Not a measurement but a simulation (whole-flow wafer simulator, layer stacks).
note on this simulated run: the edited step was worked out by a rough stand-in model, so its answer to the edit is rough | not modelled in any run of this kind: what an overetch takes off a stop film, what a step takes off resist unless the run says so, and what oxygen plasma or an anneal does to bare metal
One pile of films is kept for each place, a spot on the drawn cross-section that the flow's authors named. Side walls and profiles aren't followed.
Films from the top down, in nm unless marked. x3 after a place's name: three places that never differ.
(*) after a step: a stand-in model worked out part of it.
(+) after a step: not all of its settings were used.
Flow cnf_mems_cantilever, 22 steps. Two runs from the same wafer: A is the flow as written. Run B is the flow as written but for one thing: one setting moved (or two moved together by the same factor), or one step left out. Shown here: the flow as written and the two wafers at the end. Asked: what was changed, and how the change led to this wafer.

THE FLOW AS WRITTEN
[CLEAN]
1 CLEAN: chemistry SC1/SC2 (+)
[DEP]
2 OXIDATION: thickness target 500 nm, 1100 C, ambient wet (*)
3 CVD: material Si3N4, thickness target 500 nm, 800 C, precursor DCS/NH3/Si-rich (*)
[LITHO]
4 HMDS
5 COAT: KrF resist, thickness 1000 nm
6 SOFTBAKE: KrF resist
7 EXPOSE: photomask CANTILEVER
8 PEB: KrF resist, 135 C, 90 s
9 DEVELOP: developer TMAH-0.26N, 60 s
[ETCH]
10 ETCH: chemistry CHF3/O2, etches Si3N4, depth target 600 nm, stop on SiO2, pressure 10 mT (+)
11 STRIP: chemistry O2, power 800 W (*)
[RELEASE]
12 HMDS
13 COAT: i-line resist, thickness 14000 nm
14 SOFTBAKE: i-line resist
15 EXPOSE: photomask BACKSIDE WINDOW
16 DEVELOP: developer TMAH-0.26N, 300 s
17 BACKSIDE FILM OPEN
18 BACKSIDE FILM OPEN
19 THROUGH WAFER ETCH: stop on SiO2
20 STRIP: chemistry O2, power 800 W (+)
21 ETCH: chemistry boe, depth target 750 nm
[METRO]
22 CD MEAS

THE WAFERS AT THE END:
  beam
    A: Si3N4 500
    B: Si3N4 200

The cause: step 3, CVD: thickness target 200 nm was run, where the flow has thickness target 500 nm.
It can be read off the wafer: beam has Si3N4 200, and step 3 as written asks for 500 nm.

How the change led to this, step by step:
  3 CVD: material Si3N4, thickness target 500 nm, 800 C, precursor DCS/NH3/Si-rich (*)
      field, beam: A Si3N4 +500 (new film) | B Si3N4 +200 (new film)
  10 ETCH: chemistry CHF3/O2, etches Si3N4, depth target 600 nm, stop on SiO2, pressure 10 mT (+)
      field: A Si3N4 -500 (all of it) | B Si3N4 -200 (all of it)
      beam: A KrF resist -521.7 | B KrF resist -260.9
  11 STRIP: chemistry O2, power 800 W (*)
      beam: A KrF resist -419.9 (all of it) | B KrF resist -680.8 (all of it)
